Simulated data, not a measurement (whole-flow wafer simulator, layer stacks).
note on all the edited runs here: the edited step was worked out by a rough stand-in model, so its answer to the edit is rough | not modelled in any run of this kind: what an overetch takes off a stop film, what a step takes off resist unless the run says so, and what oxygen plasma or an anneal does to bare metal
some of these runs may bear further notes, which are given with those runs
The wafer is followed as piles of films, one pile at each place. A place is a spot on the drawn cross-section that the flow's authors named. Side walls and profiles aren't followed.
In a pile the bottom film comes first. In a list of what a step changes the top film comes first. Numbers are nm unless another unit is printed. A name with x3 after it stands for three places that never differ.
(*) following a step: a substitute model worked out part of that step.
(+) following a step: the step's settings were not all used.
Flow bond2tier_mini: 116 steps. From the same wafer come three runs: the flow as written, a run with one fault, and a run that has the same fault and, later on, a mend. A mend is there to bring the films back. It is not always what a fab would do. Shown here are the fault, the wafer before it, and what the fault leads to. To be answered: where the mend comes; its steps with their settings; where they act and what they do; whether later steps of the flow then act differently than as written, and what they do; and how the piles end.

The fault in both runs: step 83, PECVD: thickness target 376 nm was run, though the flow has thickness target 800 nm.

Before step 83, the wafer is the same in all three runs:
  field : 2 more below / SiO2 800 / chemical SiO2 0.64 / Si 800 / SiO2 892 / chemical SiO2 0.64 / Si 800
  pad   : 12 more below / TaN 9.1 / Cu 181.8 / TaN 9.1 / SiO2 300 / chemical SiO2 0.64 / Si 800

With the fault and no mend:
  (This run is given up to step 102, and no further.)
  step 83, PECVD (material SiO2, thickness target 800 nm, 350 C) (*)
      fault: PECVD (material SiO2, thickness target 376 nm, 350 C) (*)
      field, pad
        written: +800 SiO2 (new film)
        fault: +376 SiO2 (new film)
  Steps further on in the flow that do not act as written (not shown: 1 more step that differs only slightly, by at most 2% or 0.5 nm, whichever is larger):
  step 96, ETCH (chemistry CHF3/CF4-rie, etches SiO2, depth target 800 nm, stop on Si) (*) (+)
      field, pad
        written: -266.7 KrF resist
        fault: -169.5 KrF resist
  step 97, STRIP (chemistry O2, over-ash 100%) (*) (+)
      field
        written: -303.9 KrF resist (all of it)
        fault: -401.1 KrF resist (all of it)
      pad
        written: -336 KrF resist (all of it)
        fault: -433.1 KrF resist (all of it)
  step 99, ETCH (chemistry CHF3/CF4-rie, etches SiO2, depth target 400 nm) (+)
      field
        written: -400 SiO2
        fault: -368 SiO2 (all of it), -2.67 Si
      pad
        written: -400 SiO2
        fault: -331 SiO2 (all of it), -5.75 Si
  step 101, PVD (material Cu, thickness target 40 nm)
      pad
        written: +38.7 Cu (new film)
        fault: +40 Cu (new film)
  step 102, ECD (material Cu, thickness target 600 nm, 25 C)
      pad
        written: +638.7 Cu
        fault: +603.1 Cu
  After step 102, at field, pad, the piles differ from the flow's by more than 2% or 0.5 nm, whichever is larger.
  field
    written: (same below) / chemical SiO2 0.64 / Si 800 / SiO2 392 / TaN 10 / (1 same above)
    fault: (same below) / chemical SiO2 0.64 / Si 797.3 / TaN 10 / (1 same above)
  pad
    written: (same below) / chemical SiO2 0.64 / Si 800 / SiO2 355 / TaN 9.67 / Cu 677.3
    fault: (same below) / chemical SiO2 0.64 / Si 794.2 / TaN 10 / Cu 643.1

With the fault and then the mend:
  After step 88 comes the mend.
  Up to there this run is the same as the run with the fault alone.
  step 88a, STRIP (chemistry O2, over-ash 100%) (+)
      field
        -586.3 KrF resist (all of it)
  step 88b, PECVD (material SiO2, thickness target 424 nm, 350 C) (*) (the flow's step 83 again, with other settings)
      field, pad
        +424 SiO2
  step 88c, COAT (KrF resist, thickness 600 nm) (the flow's step 84 again)
      field, pad
        +600 KrF resist (new film)
  step 88d, SOFTBAKE (KrF resist) (the flow's step 85 again)
      alters no film at any place that is followed
  step 88e, EXPOSE (photomask T3TRIM, NA 0.6) (the flow's step 86 again)
      alters no film at any place that is followed
  step 88f, PEB (KrF resist) (the flow's step 87 again)
      alters no film at any place that is followed
  step 88g, DEVELOP (developer TMAH-0.26N, 60 s) (the flow's step 88 again)
      field
        -13.7 KrF resist
      pad
        -600 KrF resist (all of it)
  Later steps of the flow that are run all act as written at every place that is followed.
  By the end, the piles equal the flow's at every place that both follow.
